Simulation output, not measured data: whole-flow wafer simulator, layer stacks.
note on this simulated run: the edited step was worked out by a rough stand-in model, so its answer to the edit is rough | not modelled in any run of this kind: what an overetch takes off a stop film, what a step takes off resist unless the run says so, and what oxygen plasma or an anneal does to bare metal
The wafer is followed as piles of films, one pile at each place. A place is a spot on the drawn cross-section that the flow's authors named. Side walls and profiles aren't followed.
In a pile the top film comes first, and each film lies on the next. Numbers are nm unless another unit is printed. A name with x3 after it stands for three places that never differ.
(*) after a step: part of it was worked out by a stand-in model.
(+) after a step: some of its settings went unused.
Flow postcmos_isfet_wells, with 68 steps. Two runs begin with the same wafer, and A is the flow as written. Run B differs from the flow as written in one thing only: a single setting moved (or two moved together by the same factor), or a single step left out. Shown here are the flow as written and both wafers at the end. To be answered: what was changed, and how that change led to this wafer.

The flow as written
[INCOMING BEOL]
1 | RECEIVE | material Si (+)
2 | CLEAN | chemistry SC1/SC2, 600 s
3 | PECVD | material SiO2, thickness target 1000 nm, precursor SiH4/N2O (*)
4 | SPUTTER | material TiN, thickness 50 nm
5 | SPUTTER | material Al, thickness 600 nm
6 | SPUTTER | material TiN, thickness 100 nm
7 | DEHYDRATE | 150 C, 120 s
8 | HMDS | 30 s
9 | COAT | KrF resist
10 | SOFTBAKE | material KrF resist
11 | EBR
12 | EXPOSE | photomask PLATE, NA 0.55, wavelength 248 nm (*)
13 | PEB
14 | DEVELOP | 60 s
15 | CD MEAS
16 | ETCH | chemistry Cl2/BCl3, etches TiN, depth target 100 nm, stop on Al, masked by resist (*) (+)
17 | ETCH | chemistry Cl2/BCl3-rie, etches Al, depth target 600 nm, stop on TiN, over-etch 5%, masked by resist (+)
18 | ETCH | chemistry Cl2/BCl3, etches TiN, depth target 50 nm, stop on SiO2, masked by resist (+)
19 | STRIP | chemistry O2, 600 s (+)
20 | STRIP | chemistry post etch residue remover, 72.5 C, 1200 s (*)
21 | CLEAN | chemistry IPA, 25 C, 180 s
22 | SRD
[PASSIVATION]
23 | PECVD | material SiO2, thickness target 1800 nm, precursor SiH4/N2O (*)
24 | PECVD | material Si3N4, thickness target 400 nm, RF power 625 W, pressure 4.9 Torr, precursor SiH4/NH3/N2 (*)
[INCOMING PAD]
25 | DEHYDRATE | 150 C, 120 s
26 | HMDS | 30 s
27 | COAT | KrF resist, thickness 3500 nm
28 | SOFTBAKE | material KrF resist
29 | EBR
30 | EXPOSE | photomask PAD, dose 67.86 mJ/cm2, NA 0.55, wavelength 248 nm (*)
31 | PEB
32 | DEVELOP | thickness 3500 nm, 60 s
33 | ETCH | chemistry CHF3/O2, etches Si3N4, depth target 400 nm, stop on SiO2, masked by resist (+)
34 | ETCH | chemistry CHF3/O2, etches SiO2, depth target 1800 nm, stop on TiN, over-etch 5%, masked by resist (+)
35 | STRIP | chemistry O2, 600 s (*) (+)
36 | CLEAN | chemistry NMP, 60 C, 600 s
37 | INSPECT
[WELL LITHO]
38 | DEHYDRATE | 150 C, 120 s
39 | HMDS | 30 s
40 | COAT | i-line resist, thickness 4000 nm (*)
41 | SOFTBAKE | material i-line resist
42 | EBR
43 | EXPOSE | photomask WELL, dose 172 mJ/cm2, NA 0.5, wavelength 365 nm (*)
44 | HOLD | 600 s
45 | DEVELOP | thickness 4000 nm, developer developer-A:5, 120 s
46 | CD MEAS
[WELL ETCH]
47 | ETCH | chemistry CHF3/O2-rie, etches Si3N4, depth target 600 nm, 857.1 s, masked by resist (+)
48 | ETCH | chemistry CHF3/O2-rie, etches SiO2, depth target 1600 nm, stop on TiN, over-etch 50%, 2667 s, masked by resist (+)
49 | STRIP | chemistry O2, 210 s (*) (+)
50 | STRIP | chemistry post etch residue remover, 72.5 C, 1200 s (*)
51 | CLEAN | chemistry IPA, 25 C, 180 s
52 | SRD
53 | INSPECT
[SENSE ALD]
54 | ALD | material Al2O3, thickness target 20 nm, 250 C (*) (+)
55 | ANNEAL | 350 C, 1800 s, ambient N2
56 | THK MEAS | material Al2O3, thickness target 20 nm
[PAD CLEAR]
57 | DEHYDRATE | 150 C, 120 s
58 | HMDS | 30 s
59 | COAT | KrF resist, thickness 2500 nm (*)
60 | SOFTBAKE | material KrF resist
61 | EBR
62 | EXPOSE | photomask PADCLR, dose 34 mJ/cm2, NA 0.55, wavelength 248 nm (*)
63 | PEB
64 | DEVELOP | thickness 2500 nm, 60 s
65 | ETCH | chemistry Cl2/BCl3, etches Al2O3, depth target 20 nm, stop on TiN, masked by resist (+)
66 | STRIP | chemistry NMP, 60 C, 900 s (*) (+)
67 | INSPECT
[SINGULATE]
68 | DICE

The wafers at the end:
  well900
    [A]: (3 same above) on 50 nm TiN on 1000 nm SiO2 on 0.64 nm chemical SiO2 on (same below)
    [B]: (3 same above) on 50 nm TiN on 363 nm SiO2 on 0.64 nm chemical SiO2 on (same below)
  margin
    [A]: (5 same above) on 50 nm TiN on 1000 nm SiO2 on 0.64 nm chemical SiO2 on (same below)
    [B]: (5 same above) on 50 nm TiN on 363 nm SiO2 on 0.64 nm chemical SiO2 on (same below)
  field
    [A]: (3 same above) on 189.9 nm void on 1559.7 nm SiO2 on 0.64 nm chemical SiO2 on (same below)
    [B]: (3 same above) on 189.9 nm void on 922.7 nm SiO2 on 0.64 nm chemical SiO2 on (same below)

The reason: step 3, PECVD: thickness target 363 nm was run, whereas the flow has thickness target 1000 nm.
The wafer lets one read it off: well900 has SiO2 363, and step 3 as written asks for 1000 nm.

How this came from the change, step by step:
  3 | PECVD | material SiO2, thickness target 1000 nm, precursor SiH4/N2O (*)
      field, margin, well900, well1300 x3, pad_rim, pad_clr, pad_open: A +1000 SiO2 (new film) | B +363 SiO2 (new film)
